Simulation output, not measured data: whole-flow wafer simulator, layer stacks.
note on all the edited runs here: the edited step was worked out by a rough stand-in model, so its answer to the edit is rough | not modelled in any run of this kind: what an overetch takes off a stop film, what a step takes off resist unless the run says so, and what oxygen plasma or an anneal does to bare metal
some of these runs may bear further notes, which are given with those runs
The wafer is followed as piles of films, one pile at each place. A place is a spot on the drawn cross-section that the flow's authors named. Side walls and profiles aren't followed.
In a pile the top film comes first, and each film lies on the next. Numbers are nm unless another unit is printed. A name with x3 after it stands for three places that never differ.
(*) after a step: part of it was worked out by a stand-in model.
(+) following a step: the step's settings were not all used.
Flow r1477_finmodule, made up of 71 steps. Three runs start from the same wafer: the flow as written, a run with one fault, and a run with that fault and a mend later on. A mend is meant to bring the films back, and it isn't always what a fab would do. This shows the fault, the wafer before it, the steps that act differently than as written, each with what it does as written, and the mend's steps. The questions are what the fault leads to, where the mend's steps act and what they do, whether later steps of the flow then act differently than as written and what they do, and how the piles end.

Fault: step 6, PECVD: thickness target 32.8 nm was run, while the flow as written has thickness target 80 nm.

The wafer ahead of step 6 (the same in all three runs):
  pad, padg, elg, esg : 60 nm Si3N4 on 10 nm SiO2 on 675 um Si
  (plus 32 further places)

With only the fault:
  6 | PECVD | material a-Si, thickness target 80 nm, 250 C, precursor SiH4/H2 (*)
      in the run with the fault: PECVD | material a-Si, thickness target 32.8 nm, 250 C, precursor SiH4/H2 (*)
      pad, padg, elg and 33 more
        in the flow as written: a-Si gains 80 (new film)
        in the run with the fault: a-Si gains 32.8 (new film)
  Steps later in the flow that act otherwise than as written (2 other steps are not shown; they differ only slightly, by no more than 2% or 0.5 nm, whichever is larger):
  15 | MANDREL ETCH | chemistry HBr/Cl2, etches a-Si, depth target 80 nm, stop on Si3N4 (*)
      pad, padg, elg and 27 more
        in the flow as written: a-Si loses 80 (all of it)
        in the run with the fault: a-Si loses 32.8 (all of it)
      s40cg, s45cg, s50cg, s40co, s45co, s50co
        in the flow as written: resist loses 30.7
        in the run with the fault: resist loses 18.9
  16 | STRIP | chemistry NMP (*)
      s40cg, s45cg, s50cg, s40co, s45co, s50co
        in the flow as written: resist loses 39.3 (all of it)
        in the run with the fault: resist loses 51.1 (all of it)
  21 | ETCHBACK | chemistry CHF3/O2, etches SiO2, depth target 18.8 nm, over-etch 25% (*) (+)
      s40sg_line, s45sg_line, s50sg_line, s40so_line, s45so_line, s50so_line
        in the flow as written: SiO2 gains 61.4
        in the run with the fault: SiO2 gains 14.2
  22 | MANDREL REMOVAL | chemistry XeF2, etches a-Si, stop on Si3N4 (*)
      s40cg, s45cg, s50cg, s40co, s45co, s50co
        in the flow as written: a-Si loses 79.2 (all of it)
        in the run with the fault: a-Si loses 32 (all of it)
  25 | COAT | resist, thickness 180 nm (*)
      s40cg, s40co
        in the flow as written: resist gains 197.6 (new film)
        in the run with the fault: resist gains 185.8 (new film)
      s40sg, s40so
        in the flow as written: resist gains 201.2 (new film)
        in the run with the fault: resist gains 189.4 (new film)
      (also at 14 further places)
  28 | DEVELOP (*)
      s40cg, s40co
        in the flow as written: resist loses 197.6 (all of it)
        in the run with the fault: resist loses 185.8 (all of it)
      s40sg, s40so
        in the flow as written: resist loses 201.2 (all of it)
        in the run with the fault: resist loses 189.4 (all of it)
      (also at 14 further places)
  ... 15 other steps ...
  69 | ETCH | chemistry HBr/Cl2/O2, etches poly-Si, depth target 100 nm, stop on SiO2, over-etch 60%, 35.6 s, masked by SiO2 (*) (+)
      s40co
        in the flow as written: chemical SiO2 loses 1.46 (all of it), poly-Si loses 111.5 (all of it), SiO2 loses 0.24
        in the run with the fault: chemical SiO2 loses 1.48 (all of it), poly-Si loses 158.9 (all of it)
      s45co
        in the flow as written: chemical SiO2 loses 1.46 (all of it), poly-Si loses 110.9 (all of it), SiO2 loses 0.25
        in the run with the fault: chemical SiO2 loses 1.48 (all of it), poly-Si loses 158.9 (all of it)
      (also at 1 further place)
  The piles end different from the flow's at pad, padg, elg and 33 more by more than 2% or 0.5 nm, whichever is larger.
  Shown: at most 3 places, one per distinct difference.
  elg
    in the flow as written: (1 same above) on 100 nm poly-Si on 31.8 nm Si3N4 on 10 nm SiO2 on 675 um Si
    in the run with the fault: (1 same above) on 100 nm poly-Si on 3 nm SiO2 on 674.99 um Si
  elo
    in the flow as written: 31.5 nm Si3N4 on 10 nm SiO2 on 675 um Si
    in the run with the fault: 2.58 nm SiO2 on 674.99 um Si
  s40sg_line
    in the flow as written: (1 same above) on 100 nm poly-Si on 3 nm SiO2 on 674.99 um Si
    in the run with the fault: (1 same above) on 100 nm poly-Si on 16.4 nm Si3N4 on 10 nm SiO2 on 675 um Si

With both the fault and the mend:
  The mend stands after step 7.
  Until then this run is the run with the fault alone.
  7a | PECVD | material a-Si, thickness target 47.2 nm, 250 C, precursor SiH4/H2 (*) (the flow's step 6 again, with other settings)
      pad, padg, elg and 33 more
        a-Si gains 47.2
  None of the later steps of the flow acts differently than as written at any place that is followed.
  At every place that both follow, the piles at the end match the flow's.
